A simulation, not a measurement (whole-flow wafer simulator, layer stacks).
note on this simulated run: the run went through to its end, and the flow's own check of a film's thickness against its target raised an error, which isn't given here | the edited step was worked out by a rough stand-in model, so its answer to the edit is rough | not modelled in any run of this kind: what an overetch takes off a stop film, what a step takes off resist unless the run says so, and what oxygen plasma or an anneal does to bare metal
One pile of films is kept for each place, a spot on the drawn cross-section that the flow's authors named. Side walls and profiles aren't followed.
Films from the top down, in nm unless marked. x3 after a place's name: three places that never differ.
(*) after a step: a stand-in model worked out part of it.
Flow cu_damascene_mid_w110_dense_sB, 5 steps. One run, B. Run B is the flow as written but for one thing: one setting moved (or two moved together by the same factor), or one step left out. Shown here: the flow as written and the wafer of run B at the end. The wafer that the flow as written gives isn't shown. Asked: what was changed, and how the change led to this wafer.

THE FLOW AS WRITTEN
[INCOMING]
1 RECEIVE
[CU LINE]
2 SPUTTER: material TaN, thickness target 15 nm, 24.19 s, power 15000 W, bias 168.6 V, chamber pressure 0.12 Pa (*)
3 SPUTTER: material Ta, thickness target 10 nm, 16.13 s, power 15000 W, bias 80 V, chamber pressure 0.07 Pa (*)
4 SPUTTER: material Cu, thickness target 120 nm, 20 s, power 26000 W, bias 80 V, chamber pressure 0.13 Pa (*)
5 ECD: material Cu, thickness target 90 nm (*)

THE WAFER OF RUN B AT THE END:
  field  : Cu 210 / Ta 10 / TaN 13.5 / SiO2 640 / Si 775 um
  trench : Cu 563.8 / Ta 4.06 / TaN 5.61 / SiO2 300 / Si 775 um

The cause: step 2, SPUTTER: thickness target 13.5 nm was run, where the flow has thickness target 15 nm; step 2, SPUTTER: 21.77 s was run, where the flow has 24.19 s.
It can be read off the wafer: field has TaN 13.5, and step 2 as written asks for 15 nm.

How the change led to this, step by step:
  2 SPUTTER: material TaN, thickness target 15 nm, 24.19 s, power 15000 W, bias 168.6 V, chamber pressure 0.12 Pa (*)
      field: TaN +13.5 (new film) (as written it would be: TaN +15 (new film))
      trench: TaN +5.61 (new film) (as written it would be: TaN +6.23 (new film))
